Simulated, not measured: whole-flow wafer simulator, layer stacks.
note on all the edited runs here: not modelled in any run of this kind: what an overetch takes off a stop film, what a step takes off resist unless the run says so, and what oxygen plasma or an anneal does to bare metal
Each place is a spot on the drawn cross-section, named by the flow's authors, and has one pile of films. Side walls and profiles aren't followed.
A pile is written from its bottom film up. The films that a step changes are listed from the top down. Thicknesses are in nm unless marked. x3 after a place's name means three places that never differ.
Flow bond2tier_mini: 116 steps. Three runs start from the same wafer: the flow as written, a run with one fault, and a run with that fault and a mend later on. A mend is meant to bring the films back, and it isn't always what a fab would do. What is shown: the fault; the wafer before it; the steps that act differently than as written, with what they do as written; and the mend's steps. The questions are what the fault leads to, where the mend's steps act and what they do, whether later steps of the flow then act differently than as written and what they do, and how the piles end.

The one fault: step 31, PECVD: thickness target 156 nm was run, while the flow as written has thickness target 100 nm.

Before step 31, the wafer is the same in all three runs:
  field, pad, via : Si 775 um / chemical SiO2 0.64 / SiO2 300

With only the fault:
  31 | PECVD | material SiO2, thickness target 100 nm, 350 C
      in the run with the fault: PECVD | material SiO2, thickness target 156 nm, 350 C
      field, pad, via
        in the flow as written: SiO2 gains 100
        in the run with the fault: SiO2 gains 156
  Every later step of the flow that is run acts as written at every place that is followed.
  At field, pad, the piles at the end differ from the flow's by more than 2% or 0.5 nm, whichever is larger.
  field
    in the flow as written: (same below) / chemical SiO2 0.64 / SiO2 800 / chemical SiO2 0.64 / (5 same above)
    in the run with the fault: (same below) / chemical SiO2 0.64 / SiO2 856 / chemical SiO2 0.64 / (5 same above)
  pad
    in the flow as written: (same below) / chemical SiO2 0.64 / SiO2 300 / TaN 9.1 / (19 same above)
    in the run with the fault: (same below) / chemical SiO2 0.64 / SiO2 356 / TaN 9.1 / (19 same above)

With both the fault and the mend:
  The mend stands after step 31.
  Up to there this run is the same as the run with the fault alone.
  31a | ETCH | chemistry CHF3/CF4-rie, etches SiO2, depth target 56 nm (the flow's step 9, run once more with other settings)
      field, pad, via
        SiO2 loses 56
  Every later step of the flow that is run acts as written at every place that is followed.
  The piles end the same as the flow's at every place that both follow.
